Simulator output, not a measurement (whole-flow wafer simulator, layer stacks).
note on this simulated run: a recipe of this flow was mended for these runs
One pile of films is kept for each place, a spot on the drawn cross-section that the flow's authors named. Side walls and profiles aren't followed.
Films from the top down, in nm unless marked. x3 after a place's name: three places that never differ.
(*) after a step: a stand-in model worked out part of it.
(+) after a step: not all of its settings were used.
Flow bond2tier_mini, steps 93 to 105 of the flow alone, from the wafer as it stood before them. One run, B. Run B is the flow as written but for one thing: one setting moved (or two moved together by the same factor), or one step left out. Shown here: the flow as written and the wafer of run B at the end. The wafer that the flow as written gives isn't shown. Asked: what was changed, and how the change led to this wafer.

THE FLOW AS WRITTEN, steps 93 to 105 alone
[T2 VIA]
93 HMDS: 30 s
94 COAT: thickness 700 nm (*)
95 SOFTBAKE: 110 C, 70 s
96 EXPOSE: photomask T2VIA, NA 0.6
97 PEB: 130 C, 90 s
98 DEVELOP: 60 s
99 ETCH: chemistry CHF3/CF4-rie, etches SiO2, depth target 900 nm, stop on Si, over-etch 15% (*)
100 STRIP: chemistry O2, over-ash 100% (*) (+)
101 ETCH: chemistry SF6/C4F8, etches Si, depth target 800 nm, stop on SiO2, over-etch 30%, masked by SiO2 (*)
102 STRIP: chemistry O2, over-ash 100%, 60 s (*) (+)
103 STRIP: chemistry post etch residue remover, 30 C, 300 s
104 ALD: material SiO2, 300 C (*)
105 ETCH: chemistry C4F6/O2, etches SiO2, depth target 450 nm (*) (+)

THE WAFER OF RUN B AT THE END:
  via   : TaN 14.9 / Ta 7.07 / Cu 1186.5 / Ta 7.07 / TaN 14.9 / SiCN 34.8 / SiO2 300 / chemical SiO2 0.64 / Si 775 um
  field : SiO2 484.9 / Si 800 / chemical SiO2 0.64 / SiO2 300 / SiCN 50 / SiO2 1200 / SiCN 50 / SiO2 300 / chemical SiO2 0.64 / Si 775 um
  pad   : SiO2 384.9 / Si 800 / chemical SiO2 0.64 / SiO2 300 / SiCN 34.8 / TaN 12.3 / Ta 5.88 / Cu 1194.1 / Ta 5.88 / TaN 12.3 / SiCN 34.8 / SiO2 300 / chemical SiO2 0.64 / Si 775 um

The cause: step 105, ETCH: depth target 554.8 nm was run, where the flow has depth target 450 nm.

How the change led to this, step by step:
  105 ETCH: chemistry C4F6/O2, etches SiO2, depth target 450 nm (*) (+)
      via: SiO2 -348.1 (all of it), SiCN -34.8 (all of it) (as written it would be: SiO2 -348.1 (all of it), SiCN -17.2)
      field, pad: SiO2 -554.8 (as written it would be: SiO2 -450)
